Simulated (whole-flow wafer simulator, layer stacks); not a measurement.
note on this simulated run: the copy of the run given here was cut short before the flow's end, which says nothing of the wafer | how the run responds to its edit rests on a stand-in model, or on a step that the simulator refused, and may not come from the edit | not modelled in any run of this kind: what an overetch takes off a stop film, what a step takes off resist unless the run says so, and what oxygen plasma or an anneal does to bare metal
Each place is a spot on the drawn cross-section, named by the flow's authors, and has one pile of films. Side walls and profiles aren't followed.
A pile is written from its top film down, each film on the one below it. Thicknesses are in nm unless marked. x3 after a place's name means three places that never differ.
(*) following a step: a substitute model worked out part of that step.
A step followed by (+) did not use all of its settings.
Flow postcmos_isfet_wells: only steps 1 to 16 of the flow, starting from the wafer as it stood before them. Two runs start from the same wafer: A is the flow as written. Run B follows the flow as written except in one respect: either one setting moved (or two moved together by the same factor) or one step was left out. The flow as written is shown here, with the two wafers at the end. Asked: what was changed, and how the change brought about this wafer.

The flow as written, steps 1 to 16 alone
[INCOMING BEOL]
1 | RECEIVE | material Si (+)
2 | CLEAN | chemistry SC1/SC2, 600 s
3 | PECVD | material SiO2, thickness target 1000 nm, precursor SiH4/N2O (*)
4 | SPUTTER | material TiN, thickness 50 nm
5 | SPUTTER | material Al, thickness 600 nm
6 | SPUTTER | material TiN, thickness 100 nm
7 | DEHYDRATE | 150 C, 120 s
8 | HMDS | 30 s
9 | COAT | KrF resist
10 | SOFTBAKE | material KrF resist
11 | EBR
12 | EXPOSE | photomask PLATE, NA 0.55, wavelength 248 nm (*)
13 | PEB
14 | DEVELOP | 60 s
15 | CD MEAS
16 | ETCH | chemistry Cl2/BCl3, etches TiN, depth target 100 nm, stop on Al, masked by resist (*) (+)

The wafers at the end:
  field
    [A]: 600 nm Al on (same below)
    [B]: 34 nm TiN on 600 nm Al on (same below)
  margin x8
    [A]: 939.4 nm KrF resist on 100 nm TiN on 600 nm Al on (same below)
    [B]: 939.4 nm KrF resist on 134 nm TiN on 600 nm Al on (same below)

The reason: step 6, SPUTTER: thickness 134 nm was run, while the flow as written has thickness 100 nm.
The wafer itself shows it: margin x8 has TiN 134, and step 6 as written asks for 100 nm.

How this came from the change, step by step:
  6 | SPUTTER | material TiN, thickness 100 nm
      field, margin x8: A +100 TiN (new film) | B +134 TiN (new film)
  16 | ETCH | chemistry Cl2/BCl3, etches TiN, depth target 100 nm, stop on Al, masked by resist (*) (+)
      field: A -100 TiN (all of it) | B -100 TiN
